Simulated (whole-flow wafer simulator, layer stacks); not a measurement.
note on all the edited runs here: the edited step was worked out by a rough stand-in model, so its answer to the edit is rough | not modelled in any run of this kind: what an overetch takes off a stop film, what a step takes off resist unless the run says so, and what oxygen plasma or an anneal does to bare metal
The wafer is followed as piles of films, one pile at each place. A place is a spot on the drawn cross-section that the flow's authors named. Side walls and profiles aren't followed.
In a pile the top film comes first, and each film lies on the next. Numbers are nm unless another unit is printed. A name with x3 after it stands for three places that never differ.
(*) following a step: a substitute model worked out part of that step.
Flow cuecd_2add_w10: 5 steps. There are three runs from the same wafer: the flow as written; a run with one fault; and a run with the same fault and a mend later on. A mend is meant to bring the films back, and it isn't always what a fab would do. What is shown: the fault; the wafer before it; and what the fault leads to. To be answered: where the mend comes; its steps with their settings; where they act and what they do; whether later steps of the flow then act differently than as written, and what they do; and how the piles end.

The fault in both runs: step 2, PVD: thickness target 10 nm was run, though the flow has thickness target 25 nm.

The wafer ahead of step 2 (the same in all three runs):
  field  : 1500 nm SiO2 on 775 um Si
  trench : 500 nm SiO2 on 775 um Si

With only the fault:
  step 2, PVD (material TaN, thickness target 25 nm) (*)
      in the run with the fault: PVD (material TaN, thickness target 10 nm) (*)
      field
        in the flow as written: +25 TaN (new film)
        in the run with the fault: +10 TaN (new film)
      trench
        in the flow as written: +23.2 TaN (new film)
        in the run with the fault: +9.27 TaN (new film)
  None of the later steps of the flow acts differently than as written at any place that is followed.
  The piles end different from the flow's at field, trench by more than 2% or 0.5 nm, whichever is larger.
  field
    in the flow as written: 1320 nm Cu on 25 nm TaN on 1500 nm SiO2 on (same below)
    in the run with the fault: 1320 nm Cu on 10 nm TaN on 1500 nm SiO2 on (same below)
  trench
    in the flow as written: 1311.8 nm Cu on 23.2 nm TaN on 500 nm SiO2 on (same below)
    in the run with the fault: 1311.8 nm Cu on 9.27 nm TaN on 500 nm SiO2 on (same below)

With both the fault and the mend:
  After step 2 comes the mend.
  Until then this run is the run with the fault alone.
  step 2a, PVD (material TaN, thickness target 15 nm) (*) (a further turn of the flow's step 2, with different settings)
      field
        +15 TaN
      trench
        +13.9 TaN
  None of the later steps of the flow acts differently than as written at any place that is followed.
  The piles end the same as the flow's at every place that both follow.
